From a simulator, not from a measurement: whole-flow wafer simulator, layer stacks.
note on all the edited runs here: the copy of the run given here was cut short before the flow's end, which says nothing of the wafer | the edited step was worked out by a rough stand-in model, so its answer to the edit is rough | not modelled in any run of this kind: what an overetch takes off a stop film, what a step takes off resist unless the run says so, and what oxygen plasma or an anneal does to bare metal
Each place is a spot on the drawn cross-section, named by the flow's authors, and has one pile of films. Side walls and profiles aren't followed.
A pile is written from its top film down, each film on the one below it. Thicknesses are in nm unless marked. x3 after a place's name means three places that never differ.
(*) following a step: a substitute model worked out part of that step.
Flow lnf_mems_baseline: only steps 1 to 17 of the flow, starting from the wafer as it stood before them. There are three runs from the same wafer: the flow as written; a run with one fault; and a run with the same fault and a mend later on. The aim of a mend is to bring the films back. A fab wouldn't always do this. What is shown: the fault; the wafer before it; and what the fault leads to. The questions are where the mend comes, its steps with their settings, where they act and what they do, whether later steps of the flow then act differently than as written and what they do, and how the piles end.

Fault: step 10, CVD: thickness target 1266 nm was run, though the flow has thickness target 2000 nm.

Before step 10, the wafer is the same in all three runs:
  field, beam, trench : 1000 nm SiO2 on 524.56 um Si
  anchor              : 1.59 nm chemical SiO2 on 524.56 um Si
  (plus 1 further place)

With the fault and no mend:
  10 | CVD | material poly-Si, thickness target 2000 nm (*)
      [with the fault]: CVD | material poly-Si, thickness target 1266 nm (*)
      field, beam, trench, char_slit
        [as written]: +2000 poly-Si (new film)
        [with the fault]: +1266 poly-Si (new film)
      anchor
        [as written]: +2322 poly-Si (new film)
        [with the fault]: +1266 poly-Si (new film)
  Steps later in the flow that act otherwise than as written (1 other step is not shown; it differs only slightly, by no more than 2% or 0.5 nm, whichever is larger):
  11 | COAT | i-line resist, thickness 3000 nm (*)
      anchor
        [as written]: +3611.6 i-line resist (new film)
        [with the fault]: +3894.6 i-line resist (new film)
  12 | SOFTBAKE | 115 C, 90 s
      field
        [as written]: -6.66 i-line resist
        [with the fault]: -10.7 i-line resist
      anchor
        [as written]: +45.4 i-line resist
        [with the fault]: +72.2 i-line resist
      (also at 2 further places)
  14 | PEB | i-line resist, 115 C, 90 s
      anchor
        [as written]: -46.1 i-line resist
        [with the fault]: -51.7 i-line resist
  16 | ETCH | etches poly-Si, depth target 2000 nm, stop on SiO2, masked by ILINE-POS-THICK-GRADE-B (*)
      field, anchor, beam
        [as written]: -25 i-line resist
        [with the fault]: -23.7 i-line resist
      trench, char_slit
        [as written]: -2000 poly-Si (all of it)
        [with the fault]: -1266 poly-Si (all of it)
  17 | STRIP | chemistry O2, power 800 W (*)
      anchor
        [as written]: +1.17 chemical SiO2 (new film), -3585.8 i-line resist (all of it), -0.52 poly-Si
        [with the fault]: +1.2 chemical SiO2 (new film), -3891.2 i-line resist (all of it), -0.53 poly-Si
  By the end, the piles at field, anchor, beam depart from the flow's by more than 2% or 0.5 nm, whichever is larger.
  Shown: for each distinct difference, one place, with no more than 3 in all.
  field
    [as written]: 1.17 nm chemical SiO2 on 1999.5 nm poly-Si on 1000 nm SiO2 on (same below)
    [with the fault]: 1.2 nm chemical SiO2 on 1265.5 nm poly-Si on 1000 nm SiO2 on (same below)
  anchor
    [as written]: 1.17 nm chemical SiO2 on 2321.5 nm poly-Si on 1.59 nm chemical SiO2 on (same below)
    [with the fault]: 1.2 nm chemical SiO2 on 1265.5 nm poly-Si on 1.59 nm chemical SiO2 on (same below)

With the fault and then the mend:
  The mend stands after step 10.
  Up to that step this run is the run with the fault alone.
  10a | ETCH | chemistry tmah, depth target 1631 nm
      field, anchor, beam, trench, char_slit
        -1266 poly-Si (all of it)
  10b | CLEAN | chemistry SC1/SC2 (the flow's step 1, run once more)
      alters no film at any place that is followed
  10c | CVD | material poly-Si, thickness target 2000 nm (*) (the flow's step 10, run once more)
      field, beam, trench, char_slit
        +2000 poly-Si (new film)
      anchor
        +2322 poly-Si (new film)
  Later steps of the flow that are run all act as written at every place that is followed.
  By the end, the piles equal the flow's at every place that both follow.
